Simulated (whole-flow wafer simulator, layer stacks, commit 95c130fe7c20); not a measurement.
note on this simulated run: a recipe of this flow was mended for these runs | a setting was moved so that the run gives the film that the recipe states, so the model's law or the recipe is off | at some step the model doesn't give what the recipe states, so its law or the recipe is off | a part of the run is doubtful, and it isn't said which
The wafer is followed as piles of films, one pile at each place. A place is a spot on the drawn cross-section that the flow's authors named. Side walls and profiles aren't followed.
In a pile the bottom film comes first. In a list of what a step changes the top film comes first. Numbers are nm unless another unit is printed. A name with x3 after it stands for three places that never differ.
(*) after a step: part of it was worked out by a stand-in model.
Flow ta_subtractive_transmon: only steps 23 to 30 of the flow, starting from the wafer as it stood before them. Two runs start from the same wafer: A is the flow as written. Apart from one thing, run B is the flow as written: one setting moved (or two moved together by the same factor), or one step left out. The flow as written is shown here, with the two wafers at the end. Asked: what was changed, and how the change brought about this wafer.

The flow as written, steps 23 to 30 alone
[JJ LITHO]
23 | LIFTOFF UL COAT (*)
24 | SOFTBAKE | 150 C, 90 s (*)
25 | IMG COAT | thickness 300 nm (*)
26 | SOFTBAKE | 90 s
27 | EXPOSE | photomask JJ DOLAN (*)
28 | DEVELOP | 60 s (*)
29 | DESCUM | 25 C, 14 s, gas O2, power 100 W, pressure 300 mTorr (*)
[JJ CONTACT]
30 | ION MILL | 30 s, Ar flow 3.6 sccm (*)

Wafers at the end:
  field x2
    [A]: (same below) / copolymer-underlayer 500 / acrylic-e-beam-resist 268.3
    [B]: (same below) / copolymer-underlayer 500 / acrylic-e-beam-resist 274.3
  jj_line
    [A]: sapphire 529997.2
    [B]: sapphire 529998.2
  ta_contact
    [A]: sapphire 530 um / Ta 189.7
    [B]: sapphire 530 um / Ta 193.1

Cause: step 30, ION MILL: 19.2 s was run, whereas the flow has 30 s.

How this came from the change, step by step:
  30 | ION MILL | 30 s, Ar flow 3.6 sccm (*)
      field x2, ta_pad: A acrylic-e-beam-resist loses 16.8 | B acrylic-e-beam-resist loses 10.7
      jj_line, lead: A sapphire loses 2.8 | B sapphire loses 1.79
      (also at 1 further place)
